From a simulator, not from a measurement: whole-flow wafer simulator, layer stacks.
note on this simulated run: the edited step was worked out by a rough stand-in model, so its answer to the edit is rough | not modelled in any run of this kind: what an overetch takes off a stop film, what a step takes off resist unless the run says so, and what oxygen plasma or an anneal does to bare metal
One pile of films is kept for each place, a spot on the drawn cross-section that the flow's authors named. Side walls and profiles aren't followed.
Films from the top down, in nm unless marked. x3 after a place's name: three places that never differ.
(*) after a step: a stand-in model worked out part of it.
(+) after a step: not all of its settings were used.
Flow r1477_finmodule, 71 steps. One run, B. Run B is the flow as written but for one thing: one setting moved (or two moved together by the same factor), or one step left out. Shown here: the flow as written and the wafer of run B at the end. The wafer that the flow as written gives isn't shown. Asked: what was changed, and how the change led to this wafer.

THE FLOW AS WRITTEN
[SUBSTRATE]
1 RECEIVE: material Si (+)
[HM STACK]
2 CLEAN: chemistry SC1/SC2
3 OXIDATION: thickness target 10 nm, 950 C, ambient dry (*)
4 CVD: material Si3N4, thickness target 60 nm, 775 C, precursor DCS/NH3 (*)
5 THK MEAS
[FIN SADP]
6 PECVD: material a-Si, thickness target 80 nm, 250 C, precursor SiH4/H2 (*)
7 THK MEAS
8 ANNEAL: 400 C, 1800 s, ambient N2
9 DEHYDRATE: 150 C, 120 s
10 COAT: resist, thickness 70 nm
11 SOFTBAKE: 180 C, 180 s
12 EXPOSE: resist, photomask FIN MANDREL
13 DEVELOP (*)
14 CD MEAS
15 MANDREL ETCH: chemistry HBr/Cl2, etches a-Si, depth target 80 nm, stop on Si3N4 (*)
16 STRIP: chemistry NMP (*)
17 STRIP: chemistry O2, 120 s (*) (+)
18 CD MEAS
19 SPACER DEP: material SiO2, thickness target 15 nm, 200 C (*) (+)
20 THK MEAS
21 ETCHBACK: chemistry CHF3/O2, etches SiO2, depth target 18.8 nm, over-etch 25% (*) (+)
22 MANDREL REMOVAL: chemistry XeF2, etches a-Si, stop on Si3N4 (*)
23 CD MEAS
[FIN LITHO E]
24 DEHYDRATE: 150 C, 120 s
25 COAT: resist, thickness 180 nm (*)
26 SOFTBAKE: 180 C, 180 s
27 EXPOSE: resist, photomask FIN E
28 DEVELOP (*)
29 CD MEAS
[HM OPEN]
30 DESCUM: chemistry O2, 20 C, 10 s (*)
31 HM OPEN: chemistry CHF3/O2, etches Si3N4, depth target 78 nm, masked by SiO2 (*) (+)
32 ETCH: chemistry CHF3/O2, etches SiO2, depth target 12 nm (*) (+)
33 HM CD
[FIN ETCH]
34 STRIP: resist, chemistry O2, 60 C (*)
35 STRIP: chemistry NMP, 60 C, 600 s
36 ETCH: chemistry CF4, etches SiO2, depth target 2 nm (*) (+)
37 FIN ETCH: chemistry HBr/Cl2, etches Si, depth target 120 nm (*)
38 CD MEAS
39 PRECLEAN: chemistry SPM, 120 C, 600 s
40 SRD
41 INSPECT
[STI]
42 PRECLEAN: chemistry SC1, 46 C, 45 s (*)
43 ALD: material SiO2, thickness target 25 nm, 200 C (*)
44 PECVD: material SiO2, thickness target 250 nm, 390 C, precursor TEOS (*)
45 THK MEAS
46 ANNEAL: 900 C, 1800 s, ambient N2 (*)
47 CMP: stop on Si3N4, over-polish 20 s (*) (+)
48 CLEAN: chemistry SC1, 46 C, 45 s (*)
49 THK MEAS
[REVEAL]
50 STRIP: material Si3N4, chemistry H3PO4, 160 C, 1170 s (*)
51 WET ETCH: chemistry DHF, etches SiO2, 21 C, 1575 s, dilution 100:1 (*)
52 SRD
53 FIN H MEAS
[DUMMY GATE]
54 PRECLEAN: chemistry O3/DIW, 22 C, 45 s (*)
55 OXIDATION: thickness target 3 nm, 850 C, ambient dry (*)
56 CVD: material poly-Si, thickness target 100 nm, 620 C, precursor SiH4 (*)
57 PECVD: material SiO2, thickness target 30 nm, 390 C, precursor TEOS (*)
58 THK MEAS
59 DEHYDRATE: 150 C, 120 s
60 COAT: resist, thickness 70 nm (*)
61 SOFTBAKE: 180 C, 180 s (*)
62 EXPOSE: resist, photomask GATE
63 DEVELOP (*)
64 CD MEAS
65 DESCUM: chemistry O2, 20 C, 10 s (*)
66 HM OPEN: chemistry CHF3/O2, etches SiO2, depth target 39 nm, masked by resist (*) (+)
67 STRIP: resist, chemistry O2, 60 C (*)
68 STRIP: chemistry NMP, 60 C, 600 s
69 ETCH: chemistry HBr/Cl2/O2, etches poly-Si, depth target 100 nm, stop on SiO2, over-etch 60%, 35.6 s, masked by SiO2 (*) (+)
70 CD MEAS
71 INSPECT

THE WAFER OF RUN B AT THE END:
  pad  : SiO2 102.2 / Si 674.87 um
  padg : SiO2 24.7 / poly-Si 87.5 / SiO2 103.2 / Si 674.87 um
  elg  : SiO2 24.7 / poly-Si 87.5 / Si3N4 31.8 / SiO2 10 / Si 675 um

The cause: step 56, CVD: thickness target 87.5 nm was run, where the flow has thickness target 100 nm.
It can be read off the wafer: padg has poly-Si 87.5, and step 56 as written asks for 100 nm.

How the change led to this, step by step:
  56 CVD: material poly-Si, thickness target 100 nm, 620 C, precursor SiH4 (*)
      pad, padg, elg and 26 more: poly-Si +87.5 (new film) (as written it would be: poly-Si +100 (new film))
      s40cg, s40co: poly-Si +101.1 (new film) (as written it would be: poly-Si +113.9 (new film))
      (and at 5 more places)
  69 ETCH: chemistry HBr/Cl2/O2, etches poly-Si, depth target 100 nm, stop on SiO2, over-etch 60%, 35.6 s, masked by SiO2 (*) (+)
      pad, eso, e40so and 8 more: chemical SiO2 -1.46 (all of it), poly-Si -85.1 (all of it), SiO2 -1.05 (as written it would be: chemical SiO2 -1.46 (all of it), poly-Si -97.6 (all of it), SiO2 -0.42)
      elo, e40lo, e100lo, e200lo: chemical SiO2 -1.46 (all of it), poly-Si -85.1 (all of it), Si3N4 -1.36 (as written it would be: chemical SiO2 -1.46 (all of it), poly-Si -97.6 (all of it), Si3N4 -0.22)
      (and at 3 more places)
